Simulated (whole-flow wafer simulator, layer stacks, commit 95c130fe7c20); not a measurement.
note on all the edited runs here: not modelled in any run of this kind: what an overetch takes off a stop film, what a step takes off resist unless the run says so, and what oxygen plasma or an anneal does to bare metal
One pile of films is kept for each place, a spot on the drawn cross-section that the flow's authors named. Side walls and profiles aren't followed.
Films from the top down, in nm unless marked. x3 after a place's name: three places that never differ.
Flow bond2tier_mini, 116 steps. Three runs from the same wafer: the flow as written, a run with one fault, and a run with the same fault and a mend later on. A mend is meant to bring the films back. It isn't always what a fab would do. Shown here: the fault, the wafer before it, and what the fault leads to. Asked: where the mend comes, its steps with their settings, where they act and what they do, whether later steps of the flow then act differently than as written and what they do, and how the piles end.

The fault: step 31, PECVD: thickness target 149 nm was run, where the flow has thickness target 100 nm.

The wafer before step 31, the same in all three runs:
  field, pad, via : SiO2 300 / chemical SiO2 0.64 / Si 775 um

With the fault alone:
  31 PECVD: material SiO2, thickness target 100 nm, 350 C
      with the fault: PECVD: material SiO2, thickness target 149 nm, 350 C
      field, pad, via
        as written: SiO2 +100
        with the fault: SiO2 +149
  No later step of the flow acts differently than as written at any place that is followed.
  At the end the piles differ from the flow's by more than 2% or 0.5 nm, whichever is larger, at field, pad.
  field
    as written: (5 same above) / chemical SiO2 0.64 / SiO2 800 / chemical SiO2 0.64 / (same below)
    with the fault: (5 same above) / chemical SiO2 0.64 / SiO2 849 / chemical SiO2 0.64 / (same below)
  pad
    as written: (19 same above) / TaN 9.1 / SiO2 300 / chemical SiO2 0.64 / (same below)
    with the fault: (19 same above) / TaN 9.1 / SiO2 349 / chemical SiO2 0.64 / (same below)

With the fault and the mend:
  The mend comes after step 31.
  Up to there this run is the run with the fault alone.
  31a ETCH: chemistry CHF3/CF4-rie, etches SiO2, depth target 49 nm (the flow's step 9 once more, with other settings)
      field, pad, via
        SiO2 -49
  No later step of the flow acts differently than as written at any place that is followed.
  At the end the piles are the same as the flow's at every place that both follow.
